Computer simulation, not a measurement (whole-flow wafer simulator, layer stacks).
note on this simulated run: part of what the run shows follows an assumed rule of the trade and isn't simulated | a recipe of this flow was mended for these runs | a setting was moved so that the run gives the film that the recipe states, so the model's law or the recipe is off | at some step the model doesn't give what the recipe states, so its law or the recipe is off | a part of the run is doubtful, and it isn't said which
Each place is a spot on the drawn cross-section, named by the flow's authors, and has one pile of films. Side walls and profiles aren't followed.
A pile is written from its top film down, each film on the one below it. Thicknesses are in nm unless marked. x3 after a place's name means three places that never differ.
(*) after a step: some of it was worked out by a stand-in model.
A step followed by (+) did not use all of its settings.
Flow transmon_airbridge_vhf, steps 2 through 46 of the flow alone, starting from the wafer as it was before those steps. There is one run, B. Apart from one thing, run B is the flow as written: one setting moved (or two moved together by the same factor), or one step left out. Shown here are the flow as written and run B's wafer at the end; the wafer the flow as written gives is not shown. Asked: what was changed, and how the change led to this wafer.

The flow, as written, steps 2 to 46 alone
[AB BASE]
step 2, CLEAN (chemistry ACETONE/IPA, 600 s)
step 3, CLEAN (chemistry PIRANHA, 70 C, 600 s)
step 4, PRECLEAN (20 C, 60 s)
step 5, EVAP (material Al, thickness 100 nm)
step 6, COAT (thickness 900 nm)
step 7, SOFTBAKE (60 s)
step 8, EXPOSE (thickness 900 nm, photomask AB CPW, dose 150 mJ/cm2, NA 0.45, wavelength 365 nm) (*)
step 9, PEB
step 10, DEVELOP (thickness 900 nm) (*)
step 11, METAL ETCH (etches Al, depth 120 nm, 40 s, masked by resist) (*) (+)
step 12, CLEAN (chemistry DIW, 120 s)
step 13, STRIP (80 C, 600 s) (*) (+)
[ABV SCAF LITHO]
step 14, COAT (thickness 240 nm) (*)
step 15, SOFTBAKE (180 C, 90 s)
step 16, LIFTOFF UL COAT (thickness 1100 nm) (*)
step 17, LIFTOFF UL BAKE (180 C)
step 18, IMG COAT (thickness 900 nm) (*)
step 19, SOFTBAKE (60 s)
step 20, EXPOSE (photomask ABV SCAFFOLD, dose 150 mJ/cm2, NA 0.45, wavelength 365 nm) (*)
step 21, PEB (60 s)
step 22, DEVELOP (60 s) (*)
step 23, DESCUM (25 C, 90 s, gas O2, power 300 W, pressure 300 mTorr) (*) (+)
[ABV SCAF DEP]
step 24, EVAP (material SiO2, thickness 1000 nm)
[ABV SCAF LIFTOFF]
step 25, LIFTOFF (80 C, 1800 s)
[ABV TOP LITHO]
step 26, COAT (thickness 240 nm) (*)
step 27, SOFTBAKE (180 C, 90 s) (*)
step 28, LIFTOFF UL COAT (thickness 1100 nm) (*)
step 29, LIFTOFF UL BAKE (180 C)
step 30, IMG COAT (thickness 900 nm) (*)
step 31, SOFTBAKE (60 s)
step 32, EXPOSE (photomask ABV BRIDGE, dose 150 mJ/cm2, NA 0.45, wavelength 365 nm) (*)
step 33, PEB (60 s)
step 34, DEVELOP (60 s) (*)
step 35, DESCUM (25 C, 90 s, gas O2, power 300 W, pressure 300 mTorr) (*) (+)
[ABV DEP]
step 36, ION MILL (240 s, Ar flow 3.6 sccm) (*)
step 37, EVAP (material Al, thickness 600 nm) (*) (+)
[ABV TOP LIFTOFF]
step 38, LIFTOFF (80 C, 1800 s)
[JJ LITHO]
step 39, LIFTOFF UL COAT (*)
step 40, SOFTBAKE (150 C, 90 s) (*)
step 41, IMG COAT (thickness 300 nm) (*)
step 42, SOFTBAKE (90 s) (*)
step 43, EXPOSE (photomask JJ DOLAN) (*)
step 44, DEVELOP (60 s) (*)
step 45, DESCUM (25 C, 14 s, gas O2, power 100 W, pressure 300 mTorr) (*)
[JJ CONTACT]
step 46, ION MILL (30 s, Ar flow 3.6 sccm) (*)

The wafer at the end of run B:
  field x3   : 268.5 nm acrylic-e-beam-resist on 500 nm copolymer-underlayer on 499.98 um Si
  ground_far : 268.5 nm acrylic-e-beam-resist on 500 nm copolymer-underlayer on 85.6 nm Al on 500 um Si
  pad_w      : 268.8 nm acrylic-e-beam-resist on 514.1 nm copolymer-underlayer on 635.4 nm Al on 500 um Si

Cause: step 5, EVAP: thickness 85.6 nm was run, though the flow has thickness 100 nm.
One can read it off the wafer: ground_far has Al 85.6, and step 5 as written asks for 100 nm.

How this came from the change, step by step:
  step 5, EVAP (material Al, thickness 100 nm)
      field x3, jj_line, ground_far and 12 more: +85.6 Al (new film) (as written it would have been: +100 Al (new film))
  step 11, METAL ETCH (etches Al, depth 120 nm, 40 s, masked by resist) (*) (+)
      field x3, jj_line, gap_w, gap_e: -72.3 Al (all of it), -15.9 Si (as written it would have been: -86.7 Al (all of it), -11.1 Si)
